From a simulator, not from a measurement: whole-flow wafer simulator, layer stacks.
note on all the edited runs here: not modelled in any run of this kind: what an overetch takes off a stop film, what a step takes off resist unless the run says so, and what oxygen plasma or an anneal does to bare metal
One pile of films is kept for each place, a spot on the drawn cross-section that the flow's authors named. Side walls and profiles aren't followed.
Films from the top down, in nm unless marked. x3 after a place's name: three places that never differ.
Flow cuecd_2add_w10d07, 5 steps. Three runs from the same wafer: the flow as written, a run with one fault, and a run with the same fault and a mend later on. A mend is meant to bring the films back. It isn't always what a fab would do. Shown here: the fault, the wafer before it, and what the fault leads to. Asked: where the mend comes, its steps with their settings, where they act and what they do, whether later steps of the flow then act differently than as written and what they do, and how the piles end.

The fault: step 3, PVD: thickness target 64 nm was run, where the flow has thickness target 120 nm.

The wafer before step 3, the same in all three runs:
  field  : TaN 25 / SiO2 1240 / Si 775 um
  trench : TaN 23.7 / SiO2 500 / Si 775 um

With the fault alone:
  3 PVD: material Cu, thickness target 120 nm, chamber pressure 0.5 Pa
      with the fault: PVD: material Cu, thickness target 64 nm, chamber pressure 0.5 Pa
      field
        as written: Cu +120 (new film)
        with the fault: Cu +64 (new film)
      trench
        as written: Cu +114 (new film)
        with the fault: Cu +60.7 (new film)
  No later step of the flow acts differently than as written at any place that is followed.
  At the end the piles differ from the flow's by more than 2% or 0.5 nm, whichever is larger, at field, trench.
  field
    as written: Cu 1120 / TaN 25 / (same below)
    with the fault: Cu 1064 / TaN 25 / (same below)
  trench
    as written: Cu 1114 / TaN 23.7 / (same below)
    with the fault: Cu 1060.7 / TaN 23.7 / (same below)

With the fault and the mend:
  The mend comes after step 3.
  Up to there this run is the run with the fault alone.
  3a ETCH: chemistry cu recess dil, depth target 73.55 nm
      field
        Cu -64 (all of it)
      trench
        Cu -60.7 (all of it)
  3b PVD: material Cu, thickness target 120 nm, chamber pressure 0.5 Pa (the flow's step 3 once more)
      field
        Cu +120 (new film)
      trench
        Cu +114 (new film)
  No later step of the flow acts differently than as written at any place that is followed.
  At the end the piles are the same as the flow's at every place that both follow.
